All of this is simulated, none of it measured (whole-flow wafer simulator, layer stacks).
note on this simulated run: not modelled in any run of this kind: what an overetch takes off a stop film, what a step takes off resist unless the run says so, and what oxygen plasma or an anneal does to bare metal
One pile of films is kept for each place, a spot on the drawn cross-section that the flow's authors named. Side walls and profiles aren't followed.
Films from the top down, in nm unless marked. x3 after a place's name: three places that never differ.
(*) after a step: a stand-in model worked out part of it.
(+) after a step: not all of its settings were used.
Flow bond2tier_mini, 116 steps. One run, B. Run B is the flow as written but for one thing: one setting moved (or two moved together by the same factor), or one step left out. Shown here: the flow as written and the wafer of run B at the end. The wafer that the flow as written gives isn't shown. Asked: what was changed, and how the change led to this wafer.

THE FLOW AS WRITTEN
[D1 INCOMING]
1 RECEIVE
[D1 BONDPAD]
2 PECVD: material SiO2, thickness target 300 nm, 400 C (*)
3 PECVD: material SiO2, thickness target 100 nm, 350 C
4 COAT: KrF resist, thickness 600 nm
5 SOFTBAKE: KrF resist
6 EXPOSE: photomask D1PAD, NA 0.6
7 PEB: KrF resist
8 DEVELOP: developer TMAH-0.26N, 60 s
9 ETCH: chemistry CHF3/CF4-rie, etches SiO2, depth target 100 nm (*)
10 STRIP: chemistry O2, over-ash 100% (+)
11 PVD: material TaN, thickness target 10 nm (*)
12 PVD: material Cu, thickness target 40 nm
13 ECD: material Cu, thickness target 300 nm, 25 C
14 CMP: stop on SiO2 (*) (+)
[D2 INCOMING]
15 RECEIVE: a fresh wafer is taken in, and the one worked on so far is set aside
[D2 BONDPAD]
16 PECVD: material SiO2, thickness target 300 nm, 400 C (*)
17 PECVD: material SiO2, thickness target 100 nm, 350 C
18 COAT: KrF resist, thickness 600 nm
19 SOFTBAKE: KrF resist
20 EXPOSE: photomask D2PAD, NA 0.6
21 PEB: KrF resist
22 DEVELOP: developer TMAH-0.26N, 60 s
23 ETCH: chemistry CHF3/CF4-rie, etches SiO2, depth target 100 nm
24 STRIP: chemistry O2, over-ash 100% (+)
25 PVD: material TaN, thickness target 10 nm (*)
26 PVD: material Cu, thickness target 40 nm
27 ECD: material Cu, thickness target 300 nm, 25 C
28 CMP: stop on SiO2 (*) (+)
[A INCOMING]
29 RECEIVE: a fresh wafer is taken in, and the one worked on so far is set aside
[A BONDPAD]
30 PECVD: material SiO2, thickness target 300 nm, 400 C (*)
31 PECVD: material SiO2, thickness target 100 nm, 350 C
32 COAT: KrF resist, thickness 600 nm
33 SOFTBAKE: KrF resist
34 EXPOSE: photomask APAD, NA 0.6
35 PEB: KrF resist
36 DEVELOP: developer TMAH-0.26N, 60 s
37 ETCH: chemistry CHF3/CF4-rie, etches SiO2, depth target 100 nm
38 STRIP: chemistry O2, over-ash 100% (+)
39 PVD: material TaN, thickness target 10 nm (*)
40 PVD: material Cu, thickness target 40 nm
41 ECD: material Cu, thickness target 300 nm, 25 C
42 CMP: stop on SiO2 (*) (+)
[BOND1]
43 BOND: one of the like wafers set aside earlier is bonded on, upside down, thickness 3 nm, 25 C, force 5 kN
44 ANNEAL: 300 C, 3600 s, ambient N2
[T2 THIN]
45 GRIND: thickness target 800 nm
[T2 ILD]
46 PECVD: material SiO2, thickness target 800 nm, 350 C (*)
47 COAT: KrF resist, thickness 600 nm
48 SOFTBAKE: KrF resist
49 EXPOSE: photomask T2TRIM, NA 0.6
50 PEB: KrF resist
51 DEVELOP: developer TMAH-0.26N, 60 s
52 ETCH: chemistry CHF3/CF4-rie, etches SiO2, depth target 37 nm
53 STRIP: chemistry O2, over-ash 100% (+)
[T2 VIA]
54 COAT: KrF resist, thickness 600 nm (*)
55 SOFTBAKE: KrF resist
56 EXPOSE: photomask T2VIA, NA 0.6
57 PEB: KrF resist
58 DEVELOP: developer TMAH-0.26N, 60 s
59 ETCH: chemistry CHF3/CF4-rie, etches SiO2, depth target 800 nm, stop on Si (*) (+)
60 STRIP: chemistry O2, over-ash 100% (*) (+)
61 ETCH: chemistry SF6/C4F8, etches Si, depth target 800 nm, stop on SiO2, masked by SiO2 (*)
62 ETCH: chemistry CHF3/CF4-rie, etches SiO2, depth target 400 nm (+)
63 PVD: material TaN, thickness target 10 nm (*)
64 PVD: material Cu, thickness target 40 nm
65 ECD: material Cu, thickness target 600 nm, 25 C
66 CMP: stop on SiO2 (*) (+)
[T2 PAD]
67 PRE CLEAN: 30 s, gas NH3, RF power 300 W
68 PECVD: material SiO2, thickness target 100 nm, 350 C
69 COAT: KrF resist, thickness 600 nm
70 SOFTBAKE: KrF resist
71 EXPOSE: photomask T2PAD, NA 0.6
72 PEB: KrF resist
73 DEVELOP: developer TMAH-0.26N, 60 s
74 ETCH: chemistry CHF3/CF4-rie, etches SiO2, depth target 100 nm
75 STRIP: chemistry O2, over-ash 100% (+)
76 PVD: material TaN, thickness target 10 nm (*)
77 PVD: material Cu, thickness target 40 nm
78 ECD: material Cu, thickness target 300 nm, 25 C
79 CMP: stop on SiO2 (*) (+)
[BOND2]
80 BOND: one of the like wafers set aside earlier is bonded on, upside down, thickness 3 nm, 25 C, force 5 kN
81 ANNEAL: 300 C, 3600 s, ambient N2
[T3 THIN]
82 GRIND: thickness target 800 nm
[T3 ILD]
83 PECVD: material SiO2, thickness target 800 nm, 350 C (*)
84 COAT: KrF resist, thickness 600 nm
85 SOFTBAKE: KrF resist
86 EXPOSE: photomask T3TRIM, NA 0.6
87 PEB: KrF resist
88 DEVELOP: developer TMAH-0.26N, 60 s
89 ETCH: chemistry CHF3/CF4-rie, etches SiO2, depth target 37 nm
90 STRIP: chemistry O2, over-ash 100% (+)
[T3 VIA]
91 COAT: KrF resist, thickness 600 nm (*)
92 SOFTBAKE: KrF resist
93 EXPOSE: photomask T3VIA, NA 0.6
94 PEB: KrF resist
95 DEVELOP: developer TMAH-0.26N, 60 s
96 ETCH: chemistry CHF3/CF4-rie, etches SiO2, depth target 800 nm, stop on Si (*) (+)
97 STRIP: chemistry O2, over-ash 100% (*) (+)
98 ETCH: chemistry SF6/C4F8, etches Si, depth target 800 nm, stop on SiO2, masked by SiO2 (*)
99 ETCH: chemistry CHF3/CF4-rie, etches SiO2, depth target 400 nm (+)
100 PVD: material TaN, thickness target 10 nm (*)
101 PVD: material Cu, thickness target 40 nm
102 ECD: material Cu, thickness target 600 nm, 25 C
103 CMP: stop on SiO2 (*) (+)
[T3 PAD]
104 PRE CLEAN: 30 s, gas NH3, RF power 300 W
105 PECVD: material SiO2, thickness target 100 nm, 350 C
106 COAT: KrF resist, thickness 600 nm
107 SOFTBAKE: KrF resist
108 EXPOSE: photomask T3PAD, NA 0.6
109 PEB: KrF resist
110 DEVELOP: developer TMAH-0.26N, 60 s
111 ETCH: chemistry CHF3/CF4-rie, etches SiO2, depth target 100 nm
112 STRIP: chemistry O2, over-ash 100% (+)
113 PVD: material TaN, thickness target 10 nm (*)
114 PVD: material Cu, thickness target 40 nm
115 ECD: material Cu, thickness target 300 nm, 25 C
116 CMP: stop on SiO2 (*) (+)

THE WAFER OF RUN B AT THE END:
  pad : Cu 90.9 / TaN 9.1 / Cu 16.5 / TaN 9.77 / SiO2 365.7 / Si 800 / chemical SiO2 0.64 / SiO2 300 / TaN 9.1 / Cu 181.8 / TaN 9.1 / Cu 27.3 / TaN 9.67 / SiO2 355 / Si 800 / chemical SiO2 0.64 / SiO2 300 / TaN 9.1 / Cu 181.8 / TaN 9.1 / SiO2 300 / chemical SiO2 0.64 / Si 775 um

The cause: step 89, ETCH: depth target 26.3 nm was run, where the flow has depth target 37 nm.

How the change led to this, step by step:
  89 ETCH: chemistry CHF3/CF4-rie, etches SiO2, depth target 37 nm
      field: KrF resist -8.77 (as written it would be: KrF resist -12.3)
      pad: SiO2 -26.3 (as written it would be: SiO2 -37)
